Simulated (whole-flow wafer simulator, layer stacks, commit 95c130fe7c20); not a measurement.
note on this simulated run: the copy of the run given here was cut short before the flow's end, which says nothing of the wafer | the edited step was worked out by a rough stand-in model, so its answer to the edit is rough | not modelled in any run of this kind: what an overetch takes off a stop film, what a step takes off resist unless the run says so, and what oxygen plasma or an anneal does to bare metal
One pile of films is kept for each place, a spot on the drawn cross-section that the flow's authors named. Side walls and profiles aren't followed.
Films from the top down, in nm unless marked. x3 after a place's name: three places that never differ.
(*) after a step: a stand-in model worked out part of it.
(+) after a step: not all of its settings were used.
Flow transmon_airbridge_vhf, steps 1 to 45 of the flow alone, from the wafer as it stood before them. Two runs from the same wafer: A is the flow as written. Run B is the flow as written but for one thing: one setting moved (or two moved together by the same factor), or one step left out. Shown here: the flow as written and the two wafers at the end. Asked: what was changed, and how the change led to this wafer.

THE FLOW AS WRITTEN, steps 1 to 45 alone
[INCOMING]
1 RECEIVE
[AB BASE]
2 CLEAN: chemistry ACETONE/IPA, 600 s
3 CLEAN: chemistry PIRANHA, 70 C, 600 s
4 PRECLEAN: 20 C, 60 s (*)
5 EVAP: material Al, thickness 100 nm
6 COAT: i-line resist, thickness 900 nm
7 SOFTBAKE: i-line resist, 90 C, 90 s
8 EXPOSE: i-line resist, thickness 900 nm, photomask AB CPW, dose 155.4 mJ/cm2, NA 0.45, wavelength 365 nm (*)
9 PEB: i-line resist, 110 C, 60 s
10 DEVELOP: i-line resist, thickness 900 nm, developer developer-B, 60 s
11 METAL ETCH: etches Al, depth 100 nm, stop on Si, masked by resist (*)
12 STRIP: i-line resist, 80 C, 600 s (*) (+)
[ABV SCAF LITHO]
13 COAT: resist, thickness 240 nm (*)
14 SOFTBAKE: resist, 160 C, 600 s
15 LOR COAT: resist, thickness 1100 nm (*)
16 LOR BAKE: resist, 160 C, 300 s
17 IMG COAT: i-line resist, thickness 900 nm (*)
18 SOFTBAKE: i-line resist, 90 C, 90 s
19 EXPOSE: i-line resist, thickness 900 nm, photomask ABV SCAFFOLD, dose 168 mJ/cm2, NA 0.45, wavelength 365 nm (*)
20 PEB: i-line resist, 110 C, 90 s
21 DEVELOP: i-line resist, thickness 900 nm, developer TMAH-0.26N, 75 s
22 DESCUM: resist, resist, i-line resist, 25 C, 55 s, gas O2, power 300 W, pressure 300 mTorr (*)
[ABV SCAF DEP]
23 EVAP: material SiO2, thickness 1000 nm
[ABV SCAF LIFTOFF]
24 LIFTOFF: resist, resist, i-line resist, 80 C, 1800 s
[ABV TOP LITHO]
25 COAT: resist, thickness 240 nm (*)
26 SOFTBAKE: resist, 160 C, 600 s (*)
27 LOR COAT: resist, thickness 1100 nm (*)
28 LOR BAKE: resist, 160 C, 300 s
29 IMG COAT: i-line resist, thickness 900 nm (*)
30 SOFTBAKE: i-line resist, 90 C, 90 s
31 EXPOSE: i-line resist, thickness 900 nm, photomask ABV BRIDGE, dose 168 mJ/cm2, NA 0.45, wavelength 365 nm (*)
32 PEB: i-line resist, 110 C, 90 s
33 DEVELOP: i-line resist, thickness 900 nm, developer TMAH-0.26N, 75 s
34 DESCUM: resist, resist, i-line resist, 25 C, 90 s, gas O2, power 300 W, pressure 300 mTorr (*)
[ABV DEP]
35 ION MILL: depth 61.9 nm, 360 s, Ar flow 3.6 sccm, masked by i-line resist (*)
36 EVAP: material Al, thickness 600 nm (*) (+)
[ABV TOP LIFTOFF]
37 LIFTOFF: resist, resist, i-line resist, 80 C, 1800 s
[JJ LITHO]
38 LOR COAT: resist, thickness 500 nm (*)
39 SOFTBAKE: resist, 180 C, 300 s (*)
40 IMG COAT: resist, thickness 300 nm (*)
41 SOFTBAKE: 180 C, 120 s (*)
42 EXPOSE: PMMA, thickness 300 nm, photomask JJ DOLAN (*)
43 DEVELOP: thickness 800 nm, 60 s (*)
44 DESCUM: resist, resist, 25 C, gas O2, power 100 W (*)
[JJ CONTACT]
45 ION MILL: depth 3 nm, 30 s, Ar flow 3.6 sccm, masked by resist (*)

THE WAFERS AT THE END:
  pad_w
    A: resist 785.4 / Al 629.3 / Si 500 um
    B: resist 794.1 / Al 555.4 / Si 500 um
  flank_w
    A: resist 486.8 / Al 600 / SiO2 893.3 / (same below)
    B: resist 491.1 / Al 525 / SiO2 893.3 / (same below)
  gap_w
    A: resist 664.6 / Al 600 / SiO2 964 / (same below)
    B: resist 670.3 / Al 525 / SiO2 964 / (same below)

The cause: step 36, EVAP: thickness 525 nm was run, where the flow has thickness 600 nm.
It can be read off the wafer: flank_w has Al 525, and step 36 as written asks for 600 nm.

How the change led to this, step by step:
  36 EVAP: material Al, thickness 600 nm (*) (+)
      field x3, jj_line, ground_far and 10 more: A Al +600 (new film) | B Al +525 (new film)
      pad_w, pad_e: A Al +591.2 | B Al +517.3
  37 LIFTOFF: resist, resist, i-line resist, 80 C, 1800 s
      field x3, jj_line, trace_open_s x2: A Al -600 (all of it), i-line resist -600 (all of it), resist -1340 (all of it) | B Al -525 (all of it), i-line resist -600 (all of it), resist -1340 (all of it)
      margin_s, margin_n: A Al -600 (all of it), i-line resist -318.3 (all of it), resist -992 (all of it) | B Al -525 (all of it), i-line resist -318.3 (all of it), resist -992 (all of it)
      (and at 1 more place)
  38 LOR COAT: resist, thickness 500 nm (*)
      bridge_strip: A resist +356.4 (new film) | B resist +364.7 (new film)
  40 IMG COAT: resist, thickness 300 nm (*)
      bridge_strip: A resist +197.1 | B resist +201.5
